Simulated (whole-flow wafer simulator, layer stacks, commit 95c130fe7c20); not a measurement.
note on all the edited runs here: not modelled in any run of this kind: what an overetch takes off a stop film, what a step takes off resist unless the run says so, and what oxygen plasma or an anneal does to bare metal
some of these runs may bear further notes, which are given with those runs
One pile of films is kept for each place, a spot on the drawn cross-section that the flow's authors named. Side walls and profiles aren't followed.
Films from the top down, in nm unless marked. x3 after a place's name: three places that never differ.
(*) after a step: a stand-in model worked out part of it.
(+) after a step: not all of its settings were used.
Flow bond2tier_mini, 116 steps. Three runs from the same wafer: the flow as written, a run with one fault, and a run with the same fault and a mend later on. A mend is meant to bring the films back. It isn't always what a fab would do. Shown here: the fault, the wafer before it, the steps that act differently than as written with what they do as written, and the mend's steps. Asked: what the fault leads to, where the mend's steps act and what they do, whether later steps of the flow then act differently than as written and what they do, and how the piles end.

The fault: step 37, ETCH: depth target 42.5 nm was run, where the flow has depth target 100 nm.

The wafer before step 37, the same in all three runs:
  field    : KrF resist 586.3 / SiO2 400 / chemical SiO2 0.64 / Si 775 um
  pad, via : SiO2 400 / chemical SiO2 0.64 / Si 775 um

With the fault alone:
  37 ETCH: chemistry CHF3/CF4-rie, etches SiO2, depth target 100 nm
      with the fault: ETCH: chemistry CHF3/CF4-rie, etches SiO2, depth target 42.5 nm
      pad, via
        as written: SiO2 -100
        with the fault: SiO2 -42.5
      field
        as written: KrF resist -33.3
        with the fault: KrF resist -14.2
  Later steps of the flow that act differently than as written:
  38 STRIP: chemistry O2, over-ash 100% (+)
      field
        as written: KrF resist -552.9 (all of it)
        with the fault: KrF resist -572.1 (all of it)
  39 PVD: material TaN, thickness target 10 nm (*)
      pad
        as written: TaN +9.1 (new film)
        with the fault: TaN +9.62 (new film)
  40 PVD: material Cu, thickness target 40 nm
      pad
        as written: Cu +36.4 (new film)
        with the fault: Cu +38.5 (new film)
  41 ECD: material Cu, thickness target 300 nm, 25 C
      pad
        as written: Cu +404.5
        with the fault: Cu +344.4
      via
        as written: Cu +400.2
        with the fault: Cu +342.5
  At the end the piles differ from the flow's by more than 2% or 0.5 nm, whichever is larger, at pad.
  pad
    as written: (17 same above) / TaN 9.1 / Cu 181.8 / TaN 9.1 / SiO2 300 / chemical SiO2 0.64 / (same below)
    with the fault: (17 same above) / TaN 9.1 / Cu 123.8 / TaN 9.62 / SiO2 357.5 / chemical SiO2 0.64 / (same below)

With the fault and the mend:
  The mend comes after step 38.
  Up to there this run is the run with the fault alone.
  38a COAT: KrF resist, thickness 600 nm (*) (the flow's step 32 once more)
      field
        KrF resist +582 (new film)
      pad
        KrF resist +618.8 (new film)
      via
        KrF resist +616.5 (new film)
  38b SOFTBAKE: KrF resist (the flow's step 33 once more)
      changes no film at any place that is followed
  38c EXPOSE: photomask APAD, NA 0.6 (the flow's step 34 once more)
      changes no film at any place that is followed
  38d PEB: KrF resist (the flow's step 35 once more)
      changes no film at any place that is followed
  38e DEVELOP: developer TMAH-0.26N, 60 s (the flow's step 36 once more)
      field
        KrF resist -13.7
      pad
        KrF resist -618.8 (all of it)
      via
        KrF resist -616.5 (all of it)
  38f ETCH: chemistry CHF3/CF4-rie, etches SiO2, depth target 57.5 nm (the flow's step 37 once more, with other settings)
      pad, via
        SiO2 -57.5
      field
        KrF resist -19.2
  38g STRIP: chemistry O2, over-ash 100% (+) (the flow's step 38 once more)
      field
        KrF resist -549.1 (all of it)
  No later step of the flow acts differently than as written at any place that is followed.
  At the end the piles are the same as the flow's at every place that both follow.
